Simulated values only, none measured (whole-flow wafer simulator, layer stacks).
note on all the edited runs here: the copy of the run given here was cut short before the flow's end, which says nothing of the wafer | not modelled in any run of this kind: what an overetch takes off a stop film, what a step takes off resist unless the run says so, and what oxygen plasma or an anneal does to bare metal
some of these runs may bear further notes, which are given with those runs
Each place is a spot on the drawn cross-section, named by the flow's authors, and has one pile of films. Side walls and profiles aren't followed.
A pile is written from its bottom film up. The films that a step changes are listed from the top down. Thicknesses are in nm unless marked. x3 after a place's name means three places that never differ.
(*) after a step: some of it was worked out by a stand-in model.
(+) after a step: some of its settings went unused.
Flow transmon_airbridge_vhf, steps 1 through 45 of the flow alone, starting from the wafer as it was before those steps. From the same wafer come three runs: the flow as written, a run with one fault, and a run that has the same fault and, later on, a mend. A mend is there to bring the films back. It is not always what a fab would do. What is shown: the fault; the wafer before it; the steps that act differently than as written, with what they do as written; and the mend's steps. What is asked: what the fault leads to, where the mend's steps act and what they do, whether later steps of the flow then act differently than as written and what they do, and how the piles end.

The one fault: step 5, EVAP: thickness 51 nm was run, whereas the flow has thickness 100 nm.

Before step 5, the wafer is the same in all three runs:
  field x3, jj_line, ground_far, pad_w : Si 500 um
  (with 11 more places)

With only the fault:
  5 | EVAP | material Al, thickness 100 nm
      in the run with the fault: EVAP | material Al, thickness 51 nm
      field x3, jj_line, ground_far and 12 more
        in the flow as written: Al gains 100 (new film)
        in the run with the fault: Al gains 51 (new film)
  Steps later in the flow that act otherwise than as written (14 more steps, not shown, differ only slightly: by at most 2% or 0.5 nm, whichever is larger):
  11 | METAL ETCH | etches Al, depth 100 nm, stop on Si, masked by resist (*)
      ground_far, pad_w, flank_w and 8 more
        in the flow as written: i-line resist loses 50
        in the run with the fault: i-line resist loses 38.2
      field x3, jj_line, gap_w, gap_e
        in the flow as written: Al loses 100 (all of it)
        in the run with the fault: Al loses 51 (all of it)
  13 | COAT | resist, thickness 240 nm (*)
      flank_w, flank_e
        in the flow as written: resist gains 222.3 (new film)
        in the run with the fault: resist gains 230.5 (new film)
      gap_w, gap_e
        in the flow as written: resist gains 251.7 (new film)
        in the run with the fault: resist gains 246.2 (new film)
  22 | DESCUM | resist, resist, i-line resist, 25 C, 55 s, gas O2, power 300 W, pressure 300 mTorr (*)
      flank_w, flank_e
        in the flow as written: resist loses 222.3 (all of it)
        in the run with the fault: resist loses 230.5 (all of it)
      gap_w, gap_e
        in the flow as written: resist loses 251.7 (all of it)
        in the run with the fault: resist loses 246.2 (all of it)
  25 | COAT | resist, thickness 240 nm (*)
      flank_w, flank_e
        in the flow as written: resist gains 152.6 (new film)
        in the run with the fault: resist gains 158.5 (new film)
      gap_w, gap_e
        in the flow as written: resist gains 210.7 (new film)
        in the run with the fault: resist gains 205.4 (new film)
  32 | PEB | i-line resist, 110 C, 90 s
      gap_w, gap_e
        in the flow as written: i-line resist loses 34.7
        in the run with the fault: i-line resist loses 34
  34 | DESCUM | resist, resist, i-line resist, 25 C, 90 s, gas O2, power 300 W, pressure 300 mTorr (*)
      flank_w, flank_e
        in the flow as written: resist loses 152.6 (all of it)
        in the run with the fault: resist loses 158.5 (all of it)
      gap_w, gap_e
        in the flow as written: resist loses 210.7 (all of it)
        in the run with the fault: resist loses 205.4 (all of it)
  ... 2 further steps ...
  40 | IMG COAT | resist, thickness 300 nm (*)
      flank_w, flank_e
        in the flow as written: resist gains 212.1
        in the run with the fault: resist gains 219.3
  At ground_far, pad_w, flank_w and 8 more, the piles at the end differ from the flow's by more than 2% or 0.5 nm, whichever is larger.
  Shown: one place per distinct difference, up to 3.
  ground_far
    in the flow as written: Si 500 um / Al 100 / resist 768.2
    in the run with the fault: Si 500 um / Al 51 / resist 768.2
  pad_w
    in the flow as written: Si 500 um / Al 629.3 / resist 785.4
    in the run with the fault: Si 499.99 um / Al 591.3 / resist 785.7
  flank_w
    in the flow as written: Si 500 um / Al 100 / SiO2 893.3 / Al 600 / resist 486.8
    in the run with the fault: Si 500 um / Al 51 / SiO2 893 / Al 600 / resist 495.5

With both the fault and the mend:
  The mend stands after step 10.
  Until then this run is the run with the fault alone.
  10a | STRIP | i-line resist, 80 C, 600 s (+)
      ground_far, pad_w, flank_w and 8 more
        i-line resist loses 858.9 (all of it)
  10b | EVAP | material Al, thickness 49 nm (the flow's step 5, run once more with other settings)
      field x3, jj_line, ground_far and 12 more
        Al gains 49
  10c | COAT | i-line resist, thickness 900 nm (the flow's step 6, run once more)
      field x3, jj_line, ground_far and 12 more
        i-line resist gains 900 (new film)
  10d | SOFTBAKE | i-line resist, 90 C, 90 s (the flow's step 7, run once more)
      alters no film at any place that is followed
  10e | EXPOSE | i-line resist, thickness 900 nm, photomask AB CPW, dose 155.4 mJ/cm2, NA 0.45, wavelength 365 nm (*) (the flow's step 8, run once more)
      alters no film at any place that is followed
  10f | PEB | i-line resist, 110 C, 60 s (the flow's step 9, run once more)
      field x3, jj_line, ground_far and 12 more
        i-line resist loses 41
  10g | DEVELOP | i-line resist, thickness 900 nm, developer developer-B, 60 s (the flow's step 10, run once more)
      ground_far, pad_w, flank_w and 8 more
        i-line resist loses 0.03
      field x3, jj_line, gap_w, gap_e
        i-line resist loses 859 (all of it)
  Every later step of the flow that is run acts as written at every place that is followed.
  The piles end the same as the flow's at every place that both follow.
